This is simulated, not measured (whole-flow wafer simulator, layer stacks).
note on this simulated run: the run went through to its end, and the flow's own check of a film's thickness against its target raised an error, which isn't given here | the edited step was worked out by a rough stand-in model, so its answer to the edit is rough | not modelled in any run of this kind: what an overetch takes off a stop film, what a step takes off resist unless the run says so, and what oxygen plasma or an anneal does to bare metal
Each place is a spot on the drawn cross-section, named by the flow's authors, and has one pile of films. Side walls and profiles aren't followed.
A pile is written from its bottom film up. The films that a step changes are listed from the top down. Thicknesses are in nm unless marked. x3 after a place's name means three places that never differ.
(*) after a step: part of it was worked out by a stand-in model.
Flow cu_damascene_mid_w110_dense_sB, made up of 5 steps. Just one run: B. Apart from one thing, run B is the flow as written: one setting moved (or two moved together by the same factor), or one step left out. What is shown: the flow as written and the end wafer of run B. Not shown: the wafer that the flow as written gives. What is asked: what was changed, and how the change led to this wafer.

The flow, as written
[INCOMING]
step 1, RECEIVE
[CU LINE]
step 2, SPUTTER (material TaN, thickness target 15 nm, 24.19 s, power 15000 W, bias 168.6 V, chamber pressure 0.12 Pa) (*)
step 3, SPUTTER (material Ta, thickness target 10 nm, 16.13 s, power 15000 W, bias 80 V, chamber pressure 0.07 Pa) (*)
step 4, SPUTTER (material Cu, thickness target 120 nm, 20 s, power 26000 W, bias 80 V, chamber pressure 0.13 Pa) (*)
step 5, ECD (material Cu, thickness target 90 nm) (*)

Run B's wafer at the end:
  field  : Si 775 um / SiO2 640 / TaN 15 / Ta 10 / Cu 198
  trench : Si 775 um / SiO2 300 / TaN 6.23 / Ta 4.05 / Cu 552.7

The reason: step 4, SPUTTER: thickness target 108 nm was run, whereas the flow has thickness target 120 nm; step 4, SPUTTER: 18 s was run, where the flow has 20 s.

Step by step, how the change led to this:
  step 4, SPUTTER (material Cu, thickness target 120 nm, 20 s, power 26000 W, bias 80 V, chamber pressure 0.13 Pa) (*)
      field: Cu gains 108 (new film) (as written it would have been: Cu gains 120 (new film))
      trench: Cu gains 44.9 (new film) (as written it would have been: Cu gains 49.9 (new film))
